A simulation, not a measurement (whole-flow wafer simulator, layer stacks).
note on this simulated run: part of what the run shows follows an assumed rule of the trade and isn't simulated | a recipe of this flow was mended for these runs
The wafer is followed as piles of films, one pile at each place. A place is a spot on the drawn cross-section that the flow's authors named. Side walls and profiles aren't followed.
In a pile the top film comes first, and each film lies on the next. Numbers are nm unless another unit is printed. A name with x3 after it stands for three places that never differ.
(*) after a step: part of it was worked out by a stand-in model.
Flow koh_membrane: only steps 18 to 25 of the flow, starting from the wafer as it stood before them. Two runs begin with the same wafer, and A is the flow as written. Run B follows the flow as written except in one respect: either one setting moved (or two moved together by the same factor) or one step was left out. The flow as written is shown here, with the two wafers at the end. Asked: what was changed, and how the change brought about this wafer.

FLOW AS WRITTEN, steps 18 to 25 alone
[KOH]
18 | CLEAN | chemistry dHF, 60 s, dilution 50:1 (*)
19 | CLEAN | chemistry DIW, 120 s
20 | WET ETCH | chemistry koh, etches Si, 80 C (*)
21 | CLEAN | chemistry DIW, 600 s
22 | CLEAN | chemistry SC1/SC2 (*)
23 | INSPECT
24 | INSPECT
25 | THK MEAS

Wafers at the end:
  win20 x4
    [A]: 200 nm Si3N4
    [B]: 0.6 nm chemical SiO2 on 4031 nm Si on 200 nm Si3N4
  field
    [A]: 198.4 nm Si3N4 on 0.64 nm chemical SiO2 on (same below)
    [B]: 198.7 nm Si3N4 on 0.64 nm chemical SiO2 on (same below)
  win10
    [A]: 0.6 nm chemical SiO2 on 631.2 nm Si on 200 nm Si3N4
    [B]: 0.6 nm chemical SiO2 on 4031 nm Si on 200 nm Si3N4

What caused this: step 20, WET ETCH: 64 C was run, though the flow has 80 C.

How this came from the change, step by step:
  20 | WET ETCH | chemistry koh, etches Si, 80 C (*)
      win20 x4: A Si loses 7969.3 (all of it) | B Si loses 3938
      win10: A Si loses 7337.9 | B Si loses 3938
  22 | CLEAN | chemistry SC1/SC2 (*)
      win20 x4: A nothing | B chemical SiO2 gains 0.6 (new film), Si loses 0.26
